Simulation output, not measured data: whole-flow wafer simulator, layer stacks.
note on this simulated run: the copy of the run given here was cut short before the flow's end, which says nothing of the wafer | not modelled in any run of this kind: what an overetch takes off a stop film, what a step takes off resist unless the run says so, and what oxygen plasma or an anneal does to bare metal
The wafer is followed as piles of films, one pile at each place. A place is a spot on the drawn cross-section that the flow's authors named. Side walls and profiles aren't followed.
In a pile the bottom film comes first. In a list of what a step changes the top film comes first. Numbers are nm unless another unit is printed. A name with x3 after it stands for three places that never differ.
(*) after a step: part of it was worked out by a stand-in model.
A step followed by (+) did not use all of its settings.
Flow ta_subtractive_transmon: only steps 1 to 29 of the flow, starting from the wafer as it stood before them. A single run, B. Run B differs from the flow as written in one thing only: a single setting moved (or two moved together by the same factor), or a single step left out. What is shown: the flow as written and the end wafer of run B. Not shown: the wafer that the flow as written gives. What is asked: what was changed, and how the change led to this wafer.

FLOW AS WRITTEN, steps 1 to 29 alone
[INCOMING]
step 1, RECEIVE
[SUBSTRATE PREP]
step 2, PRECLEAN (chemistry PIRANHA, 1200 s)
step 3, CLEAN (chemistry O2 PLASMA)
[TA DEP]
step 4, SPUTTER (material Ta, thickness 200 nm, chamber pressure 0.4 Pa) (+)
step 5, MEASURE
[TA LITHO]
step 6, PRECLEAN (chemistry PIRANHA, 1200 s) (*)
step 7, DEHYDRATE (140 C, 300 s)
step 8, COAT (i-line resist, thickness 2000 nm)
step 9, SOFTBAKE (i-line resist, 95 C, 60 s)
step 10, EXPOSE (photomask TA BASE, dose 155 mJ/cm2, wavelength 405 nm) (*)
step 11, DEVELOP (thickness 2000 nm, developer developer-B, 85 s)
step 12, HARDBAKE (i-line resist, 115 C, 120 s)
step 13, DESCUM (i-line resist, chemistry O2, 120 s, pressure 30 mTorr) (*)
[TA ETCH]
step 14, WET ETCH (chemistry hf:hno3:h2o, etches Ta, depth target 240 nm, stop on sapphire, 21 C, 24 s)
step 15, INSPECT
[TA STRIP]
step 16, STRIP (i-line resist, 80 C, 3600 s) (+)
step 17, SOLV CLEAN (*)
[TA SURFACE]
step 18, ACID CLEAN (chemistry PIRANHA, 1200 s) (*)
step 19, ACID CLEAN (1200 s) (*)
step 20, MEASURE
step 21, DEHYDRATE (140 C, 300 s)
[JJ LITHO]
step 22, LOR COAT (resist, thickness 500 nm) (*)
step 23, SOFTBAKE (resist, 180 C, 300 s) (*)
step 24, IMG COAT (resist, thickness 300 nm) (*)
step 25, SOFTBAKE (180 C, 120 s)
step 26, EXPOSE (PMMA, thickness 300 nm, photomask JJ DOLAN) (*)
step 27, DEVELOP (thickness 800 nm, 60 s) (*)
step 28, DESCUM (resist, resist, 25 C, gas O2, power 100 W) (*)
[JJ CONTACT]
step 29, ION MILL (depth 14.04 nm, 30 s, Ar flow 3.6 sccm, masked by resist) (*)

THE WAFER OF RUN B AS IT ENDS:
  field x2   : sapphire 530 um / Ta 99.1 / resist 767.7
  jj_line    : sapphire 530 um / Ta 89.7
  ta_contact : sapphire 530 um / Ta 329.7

What caused this: step 4, SPUTTER: thickness 339.4 nm was run, while the flow as written has thickness 200 nm.

The path from the change to this, step by step:
  step 4, SPUTTER (material Ta, thickness 200 nm, chamber pressure 0.4 Pa) (+)
      field x2, jj_line, lead, ta_contact, ta_pad: +339.4 Ta (new film) (as written it would have been: +200 Ta (new film))
  step 14, WET ETCH (chemistry hf:hno3:h2o, etches Ta, depth target 240 nm, stop on sapphire, 21 C, 24 s)
      field x2, jj_line, lead: -240 Ta (as written it would have been: -200 Ta (all of it))
  step 22, LOR COAT (resist, thickness 500 nm) (*)
      ta_contact: +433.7 resist (new film) (as written it would have been: +443.8 resist (new film))
  step 29, ION MILL (depth 14.04 nm, 30 s, Ar flow 3.6 sccm, masked by resist) (*)
      jj_line, lead: -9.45 Ta (as written it would have been: -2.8 sapphire)
Taking metal films that touch as one body, field x2 has 1 body; the flow as written gives 0 bodies.
Taking metal films that touch as one body, jj_line has 1 body; the flow as written gives 0 bodies.
